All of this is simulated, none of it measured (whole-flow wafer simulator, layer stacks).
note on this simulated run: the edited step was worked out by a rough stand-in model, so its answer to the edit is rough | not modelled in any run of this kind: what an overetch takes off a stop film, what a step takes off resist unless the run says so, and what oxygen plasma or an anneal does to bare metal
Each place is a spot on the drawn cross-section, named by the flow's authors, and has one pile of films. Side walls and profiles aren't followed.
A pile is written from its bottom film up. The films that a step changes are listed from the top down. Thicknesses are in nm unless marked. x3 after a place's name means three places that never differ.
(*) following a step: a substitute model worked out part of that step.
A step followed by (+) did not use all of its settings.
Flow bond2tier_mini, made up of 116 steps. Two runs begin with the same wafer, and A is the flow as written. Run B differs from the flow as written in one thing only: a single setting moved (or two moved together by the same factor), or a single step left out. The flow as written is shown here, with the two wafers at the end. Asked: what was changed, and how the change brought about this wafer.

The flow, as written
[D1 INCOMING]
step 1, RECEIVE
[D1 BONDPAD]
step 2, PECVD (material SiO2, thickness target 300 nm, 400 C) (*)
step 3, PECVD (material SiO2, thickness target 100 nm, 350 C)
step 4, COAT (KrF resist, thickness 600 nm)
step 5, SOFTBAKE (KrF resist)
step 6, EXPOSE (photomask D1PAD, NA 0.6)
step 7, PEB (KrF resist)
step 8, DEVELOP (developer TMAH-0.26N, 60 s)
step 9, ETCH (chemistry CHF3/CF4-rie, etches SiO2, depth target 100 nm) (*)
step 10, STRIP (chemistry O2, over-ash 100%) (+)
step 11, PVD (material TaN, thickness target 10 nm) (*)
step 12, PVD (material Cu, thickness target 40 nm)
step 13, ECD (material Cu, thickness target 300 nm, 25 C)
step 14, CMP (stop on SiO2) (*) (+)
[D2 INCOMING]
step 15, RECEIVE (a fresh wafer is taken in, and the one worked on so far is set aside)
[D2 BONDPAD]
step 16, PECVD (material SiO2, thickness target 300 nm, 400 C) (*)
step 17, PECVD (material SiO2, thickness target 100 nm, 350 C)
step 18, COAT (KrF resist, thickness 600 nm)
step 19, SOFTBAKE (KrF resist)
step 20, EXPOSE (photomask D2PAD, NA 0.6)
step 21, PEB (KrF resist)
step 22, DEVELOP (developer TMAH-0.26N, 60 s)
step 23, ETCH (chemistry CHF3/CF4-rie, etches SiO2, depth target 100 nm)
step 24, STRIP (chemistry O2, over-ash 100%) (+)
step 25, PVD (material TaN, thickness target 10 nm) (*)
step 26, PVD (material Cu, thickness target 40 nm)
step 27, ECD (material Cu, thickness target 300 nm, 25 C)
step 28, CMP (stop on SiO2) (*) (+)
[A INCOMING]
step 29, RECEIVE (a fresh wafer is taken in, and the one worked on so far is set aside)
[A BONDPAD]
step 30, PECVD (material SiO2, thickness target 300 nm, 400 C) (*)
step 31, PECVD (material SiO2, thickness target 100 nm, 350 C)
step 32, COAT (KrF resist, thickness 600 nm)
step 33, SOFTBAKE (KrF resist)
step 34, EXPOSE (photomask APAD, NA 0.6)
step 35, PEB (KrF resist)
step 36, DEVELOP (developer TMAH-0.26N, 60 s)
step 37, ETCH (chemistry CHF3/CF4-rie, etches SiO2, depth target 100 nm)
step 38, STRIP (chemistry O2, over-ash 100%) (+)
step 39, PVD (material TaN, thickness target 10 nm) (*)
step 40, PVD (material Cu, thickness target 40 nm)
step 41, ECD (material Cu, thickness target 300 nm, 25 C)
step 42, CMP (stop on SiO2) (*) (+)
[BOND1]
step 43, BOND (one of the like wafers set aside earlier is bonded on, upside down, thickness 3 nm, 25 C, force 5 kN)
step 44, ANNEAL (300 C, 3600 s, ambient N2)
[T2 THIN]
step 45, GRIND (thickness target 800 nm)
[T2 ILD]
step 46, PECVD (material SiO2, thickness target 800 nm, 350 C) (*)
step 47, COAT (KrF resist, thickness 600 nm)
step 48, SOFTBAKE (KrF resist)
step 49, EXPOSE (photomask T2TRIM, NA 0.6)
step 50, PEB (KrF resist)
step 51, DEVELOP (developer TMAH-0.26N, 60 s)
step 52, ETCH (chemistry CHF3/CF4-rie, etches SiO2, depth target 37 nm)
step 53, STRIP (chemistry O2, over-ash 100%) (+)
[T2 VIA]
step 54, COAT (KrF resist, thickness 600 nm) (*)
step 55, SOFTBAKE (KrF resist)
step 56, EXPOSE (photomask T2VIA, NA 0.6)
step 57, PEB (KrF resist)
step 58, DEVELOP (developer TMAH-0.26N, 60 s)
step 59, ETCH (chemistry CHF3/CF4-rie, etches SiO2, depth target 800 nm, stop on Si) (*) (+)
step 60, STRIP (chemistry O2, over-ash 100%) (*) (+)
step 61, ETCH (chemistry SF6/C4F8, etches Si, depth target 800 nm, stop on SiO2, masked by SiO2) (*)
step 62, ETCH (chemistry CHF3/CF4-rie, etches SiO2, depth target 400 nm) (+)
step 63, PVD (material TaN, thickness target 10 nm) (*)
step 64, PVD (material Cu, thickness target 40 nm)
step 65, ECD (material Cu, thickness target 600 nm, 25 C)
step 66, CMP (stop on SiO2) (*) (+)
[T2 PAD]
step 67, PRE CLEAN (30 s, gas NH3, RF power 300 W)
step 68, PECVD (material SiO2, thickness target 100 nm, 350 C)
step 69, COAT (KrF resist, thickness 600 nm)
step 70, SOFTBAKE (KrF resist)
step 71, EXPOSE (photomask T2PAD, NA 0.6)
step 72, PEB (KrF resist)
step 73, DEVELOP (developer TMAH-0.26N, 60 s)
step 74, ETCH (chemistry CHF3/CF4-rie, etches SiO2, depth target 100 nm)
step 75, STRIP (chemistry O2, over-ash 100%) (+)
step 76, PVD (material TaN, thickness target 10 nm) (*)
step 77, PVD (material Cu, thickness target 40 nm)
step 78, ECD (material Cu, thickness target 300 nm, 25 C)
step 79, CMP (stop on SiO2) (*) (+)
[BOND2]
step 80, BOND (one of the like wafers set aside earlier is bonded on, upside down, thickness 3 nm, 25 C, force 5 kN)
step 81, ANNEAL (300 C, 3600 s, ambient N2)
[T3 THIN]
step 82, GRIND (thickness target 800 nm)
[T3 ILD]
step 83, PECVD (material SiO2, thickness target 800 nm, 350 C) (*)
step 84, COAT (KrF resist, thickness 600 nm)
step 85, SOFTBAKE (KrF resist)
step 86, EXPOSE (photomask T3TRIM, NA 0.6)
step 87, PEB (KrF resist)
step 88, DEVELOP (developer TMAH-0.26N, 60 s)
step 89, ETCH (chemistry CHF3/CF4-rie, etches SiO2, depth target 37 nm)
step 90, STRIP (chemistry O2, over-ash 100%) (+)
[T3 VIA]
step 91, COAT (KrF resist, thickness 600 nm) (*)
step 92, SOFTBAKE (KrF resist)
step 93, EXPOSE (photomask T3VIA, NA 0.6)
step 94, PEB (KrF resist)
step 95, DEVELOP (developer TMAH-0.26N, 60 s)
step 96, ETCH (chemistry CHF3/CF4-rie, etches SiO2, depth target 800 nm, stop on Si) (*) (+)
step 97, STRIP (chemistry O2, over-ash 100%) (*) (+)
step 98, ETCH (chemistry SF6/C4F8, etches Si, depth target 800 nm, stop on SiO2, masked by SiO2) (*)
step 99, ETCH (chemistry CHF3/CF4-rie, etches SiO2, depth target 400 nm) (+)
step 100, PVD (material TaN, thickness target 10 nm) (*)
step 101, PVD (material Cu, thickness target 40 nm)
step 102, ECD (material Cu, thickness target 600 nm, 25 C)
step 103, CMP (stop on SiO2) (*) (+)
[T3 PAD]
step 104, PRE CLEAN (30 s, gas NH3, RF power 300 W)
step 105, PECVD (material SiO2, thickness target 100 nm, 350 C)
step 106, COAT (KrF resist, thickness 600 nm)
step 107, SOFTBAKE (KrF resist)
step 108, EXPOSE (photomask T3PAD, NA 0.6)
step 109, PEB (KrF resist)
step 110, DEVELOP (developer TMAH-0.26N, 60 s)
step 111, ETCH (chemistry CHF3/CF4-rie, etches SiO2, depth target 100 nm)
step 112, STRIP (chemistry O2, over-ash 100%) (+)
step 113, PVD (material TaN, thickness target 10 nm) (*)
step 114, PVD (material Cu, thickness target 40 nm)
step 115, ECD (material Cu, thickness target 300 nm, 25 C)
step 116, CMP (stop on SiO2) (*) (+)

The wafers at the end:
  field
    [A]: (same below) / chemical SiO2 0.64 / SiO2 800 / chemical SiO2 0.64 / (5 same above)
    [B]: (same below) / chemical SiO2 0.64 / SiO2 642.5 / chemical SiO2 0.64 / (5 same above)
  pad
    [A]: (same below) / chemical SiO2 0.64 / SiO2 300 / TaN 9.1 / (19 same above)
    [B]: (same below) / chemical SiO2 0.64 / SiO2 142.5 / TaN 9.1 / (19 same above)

The reason: step 30, PECVD: thickness target 142.5 nm was run, though the flow has thickness target 300 nm.
One can read it off the wafer: pad has SiO2 142.5, and step 30 as written asks for 300 nm.

How this came from the change, step by step:
  step 30, PECVD (material SiO2, thickness target 300 nm, 400 C) (*)
      field, pad, via: A SiO2 gains 300 (new film) | B SiO2 gains 142.5 (new film)
